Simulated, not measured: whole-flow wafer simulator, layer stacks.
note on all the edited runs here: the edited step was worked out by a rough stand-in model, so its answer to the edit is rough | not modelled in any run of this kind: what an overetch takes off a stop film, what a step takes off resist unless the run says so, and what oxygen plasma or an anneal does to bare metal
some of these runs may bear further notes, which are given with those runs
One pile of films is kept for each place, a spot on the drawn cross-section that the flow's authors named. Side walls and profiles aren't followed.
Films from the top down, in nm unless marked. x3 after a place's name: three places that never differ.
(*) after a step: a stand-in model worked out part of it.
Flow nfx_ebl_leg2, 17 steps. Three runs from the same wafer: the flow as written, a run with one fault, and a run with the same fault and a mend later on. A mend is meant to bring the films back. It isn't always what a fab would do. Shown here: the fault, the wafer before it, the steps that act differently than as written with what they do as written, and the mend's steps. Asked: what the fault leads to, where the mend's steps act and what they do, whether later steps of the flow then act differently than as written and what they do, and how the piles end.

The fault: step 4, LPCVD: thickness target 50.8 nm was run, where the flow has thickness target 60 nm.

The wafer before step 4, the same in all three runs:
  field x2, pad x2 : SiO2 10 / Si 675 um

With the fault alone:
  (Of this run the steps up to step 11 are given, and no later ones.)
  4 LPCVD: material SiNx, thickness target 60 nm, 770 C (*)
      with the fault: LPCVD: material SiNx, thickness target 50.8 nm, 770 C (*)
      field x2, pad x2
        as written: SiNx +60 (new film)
        with the fault: SiNx +50.8 (new film)
  No later step of the flow up to step 11 acts differently than as written at any place that is followed.
  After step 11 the piles differ from the flow's by more than 2% or 0.5 nm, whichever is larger, at field x2, pad x2.
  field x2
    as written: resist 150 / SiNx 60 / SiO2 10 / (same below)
    with the fault: resist 150 / SiNx 50.8 / SiO2 10 / (same below)
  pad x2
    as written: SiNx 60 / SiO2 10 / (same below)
    with the fault: SiNx 50.8 / SiO2 10 / (same below)

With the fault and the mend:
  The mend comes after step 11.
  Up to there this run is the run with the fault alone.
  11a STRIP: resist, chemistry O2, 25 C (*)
      field x2
        resist -150 (all of it)
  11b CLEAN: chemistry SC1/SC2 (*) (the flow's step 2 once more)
      changes no film at any place that is followed
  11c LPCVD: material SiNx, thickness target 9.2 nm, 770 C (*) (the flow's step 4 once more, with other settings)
      field x2, pad x2
        SiNx +9.2
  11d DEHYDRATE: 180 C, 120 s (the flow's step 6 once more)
      changes no film at any place that is followed
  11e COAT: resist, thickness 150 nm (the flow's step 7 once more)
      field x2, pad x2
        resist +150 (new film)
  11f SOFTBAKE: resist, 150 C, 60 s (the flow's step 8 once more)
      changes no film at any place that is followed
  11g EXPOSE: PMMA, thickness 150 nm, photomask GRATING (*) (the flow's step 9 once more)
      changes no film at any place that is followed
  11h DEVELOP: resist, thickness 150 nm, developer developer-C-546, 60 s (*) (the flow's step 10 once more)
      pad x2
        resist -150 (all of it)
  No later step of the flow acts differently than as written at any place that is followed.
  At the end the piles are the same as the flow's at every place that both follow.
